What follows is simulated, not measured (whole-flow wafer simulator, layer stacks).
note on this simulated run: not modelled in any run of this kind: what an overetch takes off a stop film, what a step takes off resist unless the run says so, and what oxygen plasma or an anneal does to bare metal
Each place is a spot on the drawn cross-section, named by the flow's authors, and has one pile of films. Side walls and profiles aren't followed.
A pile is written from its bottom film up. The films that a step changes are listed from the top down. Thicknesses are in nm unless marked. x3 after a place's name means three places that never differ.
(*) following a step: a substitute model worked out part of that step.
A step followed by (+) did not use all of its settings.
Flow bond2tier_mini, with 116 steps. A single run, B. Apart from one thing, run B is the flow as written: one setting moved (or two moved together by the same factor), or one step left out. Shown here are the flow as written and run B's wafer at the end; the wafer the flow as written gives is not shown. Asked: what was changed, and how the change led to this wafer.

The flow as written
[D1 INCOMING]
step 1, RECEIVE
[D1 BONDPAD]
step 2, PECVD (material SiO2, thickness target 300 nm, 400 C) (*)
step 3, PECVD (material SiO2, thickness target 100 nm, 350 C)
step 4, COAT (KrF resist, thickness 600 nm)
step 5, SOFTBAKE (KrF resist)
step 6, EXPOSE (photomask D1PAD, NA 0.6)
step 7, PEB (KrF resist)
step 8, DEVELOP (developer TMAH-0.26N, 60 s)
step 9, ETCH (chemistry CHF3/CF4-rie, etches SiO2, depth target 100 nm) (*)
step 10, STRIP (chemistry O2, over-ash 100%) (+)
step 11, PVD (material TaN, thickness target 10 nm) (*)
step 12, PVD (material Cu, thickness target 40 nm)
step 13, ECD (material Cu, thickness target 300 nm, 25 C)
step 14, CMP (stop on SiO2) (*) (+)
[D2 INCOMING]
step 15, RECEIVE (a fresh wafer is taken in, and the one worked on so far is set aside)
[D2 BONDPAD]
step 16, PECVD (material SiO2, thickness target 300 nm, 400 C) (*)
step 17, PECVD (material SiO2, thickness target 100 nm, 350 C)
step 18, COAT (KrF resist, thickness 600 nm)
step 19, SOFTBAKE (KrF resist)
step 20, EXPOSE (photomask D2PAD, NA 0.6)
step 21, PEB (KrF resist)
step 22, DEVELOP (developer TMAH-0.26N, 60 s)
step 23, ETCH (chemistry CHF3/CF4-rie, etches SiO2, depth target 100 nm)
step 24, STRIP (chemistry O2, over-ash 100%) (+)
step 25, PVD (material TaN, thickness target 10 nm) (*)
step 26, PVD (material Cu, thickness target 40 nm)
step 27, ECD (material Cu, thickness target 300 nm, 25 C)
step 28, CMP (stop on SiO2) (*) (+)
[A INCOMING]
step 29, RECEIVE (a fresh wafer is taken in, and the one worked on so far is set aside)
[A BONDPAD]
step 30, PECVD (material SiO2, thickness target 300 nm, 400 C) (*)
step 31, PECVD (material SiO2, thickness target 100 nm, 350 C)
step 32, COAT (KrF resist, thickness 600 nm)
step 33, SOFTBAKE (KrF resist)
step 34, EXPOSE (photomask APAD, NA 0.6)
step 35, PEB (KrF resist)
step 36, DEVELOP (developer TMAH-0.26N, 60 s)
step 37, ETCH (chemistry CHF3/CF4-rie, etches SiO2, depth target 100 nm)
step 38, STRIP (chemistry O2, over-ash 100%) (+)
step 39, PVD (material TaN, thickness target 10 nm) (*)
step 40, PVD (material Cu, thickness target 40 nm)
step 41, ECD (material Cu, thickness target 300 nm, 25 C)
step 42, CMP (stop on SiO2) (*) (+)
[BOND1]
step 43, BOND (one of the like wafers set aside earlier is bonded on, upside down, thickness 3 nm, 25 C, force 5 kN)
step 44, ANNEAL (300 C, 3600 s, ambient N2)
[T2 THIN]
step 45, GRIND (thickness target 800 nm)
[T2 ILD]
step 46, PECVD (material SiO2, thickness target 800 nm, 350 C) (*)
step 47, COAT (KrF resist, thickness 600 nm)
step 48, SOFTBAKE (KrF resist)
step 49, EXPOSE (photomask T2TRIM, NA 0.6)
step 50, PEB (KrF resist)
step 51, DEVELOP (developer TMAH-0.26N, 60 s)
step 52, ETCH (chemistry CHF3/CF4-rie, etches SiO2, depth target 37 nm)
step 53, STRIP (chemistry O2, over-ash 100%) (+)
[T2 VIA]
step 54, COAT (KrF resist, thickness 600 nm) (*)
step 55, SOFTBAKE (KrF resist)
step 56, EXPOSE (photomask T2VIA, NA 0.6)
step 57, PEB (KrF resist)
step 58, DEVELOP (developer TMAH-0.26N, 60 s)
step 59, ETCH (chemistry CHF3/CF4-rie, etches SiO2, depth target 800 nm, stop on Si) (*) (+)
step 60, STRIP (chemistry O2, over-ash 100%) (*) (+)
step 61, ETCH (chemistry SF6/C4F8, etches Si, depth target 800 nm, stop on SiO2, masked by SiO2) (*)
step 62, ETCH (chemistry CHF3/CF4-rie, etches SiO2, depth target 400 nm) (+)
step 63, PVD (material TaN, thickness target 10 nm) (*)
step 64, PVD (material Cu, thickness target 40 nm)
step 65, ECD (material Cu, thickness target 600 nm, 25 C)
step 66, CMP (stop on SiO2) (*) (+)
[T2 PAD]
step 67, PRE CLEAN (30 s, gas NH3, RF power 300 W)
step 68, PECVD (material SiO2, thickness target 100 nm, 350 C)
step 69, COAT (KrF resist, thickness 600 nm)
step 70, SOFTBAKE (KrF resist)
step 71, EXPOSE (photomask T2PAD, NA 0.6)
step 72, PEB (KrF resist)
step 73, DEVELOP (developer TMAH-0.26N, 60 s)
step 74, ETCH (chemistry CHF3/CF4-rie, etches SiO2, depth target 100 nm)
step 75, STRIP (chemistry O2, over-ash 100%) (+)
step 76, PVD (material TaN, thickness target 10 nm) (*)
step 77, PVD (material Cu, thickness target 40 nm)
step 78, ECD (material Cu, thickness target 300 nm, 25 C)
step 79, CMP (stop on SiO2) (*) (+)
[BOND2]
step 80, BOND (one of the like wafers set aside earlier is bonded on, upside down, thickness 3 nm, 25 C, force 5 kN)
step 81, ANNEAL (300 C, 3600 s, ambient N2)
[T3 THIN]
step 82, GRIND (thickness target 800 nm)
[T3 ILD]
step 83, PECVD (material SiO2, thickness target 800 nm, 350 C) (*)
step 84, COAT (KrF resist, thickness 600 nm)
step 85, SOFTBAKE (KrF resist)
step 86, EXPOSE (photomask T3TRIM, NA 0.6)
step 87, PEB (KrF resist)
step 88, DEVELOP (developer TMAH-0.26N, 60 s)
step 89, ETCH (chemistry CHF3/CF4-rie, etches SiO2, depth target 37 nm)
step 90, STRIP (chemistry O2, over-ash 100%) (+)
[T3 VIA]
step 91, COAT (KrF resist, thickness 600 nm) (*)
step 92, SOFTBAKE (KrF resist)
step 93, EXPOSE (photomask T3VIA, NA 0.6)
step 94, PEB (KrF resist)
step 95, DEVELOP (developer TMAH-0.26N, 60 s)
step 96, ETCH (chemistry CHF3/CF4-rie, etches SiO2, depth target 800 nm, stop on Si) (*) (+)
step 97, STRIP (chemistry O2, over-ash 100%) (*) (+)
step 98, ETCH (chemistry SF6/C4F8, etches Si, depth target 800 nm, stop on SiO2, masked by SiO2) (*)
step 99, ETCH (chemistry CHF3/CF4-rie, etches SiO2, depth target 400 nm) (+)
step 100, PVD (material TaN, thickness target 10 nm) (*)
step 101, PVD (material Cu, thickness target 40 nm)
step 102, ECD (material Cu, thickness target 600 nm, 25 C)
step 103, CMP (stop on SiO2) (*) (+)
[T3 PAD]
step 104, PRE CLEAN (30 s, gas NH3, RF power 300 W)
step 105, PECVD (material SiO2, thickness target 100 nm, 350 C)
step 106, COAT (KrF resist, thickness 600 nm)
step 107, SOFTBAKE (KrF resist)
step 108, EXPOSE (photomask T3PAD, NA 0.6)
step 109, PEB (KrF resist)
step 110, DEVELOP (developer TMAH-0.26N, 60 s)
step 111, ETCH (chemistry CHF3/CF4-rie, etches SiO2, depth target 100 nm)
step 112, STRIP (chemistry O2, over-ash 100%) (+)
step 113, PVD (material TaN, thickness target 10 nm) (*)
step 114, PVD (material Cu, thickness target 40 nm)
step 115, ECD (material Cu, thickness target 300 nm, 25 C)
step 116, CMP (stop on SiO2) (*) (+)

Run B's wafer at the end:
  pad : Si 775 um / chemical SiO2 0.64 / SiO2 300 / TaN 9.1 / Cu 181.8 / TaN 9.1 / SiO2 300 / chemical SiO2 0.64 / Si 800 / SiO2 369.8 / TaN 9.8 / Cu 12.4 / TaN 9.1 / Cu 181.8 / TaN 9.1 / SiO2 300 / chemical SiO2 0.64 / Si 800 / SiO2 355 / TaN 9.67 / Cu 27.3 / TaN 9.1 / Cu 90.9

The reason: step 52, ETCH: depth target 22.2 nm was run, while the flow as written has depth target 37 nm.

Step by step, how the change led to this:
  step 52, ETCH (chemistry CHF3/CF4-rie, etches SiO2, depth target 37 nm)
      pad, via: SiO2 loses 22.2 (it would be, as written: SiO2 loses 37)
      field: KrF resist loses 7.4 (it would be, as written: KrF resist loses 12.3)
  step 60, STRIP (chemistry O2, over-ash 100%) (*) (+)
      field: KrF resist loses 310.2 (all of it) (it would be, as written: KrF resist loses 303.9 (all of it))
  step 65, ECD (material Cu, thickness target 600 nm, 25 C)
      pad: Cu gains 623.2 (it would be, as written: Cu gains 638.7)
